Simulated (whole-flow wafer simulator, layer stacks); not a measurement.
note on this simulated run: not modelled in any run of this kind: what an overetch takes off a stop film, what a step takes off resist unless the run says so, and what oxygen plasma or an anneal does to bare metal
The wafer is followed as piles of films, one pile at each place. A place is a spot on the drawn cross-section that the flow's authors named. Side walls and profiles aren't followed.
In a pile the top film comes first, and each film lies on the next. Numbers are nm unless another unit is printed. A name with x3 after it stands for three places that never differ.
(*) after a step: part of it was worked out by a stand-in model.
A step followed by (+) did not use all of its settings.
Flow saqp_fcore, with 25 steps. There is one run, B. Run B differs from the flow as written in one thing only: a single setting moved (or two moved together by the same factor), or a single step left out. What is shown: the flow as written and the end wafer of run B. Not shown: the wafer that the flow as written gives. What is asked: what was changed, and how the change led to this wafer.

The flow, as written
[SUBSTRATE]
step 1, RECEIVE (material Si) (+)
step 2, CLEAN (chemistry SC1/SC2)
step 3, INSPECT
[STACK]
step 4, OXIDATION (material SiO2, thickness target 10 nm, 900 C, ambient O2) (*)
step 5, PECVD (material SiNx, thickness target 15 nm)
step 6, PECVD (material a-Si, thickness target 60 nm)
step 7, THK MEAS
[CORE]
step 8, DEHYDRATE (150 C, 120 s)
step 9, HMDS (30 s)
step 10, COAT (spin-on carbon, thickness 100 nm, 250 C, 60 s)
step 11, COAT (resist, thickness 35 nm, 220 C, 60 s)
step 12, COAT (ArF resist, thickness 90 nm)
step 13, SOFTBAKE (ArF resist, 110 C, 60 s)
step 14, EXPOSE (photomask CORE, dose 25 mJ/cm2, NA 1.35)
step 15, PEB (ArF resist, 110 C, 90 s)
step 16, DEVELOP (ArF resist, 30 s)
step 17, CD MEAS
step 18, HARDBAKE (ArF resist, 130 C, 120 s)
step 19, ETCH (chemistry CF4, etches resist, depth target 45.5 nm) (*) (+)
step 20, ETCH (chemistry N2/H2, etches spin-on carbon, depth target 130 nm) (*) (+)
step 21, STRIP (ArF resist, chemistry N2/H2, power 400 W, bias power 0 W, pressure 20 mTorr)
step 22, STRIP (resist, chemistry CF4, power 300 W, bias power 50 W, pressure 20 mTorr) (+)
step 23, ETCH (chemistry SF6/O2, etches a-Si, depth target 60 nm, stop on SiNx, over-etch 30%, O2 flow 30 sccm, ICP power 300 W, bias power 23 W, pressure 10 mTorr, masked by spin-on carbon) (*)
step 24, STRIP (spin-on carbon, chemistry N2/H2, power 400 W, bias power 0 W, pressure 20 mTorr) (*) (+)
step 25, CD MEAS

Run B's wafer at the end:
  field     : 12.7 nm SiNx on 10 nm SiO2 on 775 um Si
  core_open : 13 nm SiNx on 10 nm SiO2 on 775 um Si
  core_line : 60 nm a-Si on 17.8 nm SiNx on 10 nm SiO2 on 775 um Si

What caused this: step 5, PECVD: thickness target 17.8 nm was run, whereas the flow has thickness target 15 nm.
The wafer itself shows it: core_line has SiNx 17.8, and step 5 as written asks for 15 nm.

How this came from the change, step by step:
  step 5, PECVD (material SiNx, thickness target 15 nm)
      field, core_open, core_line: SiNx gains 17.8 (new film) (in the flow as written it would be: SiNx gains 15 (new film))
